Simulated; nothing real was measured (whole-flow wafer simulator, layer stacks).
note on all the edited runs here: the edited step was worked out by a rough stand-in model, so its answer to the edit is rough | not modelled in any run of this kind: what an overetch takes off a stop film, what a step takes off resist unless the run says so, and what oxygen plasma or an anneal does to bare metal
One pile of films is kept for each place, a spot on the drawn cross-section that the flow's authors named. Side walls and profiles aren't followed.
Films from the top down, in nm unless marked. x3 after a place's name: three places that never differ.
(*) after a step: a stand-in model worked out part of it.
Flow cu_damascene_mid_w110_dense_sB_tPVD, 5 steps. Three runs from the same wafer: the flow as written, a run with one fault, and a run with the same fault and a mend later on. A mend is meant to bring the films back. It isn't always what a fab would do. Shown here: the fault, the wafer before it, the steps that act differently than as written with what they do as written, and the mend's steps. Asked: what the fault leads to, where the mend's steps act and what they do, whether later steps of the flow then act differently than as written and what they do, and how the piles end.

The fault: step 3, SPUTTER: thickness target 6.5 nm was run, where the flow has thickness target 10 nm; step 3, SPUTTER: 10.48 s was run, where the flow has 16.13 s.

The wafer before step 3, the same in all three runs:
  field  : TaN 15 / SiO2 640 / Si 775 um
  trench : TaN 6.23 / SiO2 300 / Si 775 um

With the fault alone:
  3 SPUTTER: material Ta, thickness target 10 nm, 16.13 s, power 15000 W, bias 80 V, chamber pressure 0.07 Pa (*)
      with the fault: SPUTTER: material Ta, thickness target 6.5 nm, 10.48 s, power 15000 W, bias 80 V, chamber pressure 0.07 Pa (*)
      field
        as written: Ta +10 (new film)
        with the fault: Ta +6.5 (new film)
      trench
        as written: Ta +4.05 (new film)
        with the fault: Ta +2.63 (new film)
  No later step of the flow acts differently than as written, at any place that is followed, by more than 2% or 0.5 nm, whichever is larger.
  At the end the piles differ from the flow's by more than 2% or 0.5 nm, whichever is larger, at field, trench.
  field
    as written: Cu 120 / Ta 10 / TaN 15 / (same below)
    with the fault: Cu 120 / Ta 6.5 / TaN 15 / (same below)
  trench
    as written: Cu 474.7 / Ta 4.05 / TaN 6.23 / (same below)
    with the fault: Cu 472.6 / Ta 2.63 / TaN 6.23 / (same below)

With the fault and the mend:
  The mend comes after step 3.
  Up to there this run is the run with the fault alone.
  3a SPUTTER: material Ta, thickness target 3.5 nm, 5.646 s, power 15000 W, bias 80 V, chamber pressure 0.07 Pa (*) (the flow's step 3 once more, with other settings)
      field
        Ta +3.5
      trench
        Ta +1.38
  No later step of the flow acts differently than as written, at any place that is followed, by more than 2% or 0.5 nm, whichever is larger.
  At the end the piles differ from the flow's only slightly at the places that both follow, by at most 2% or 0.5 nm, whichever is larger.
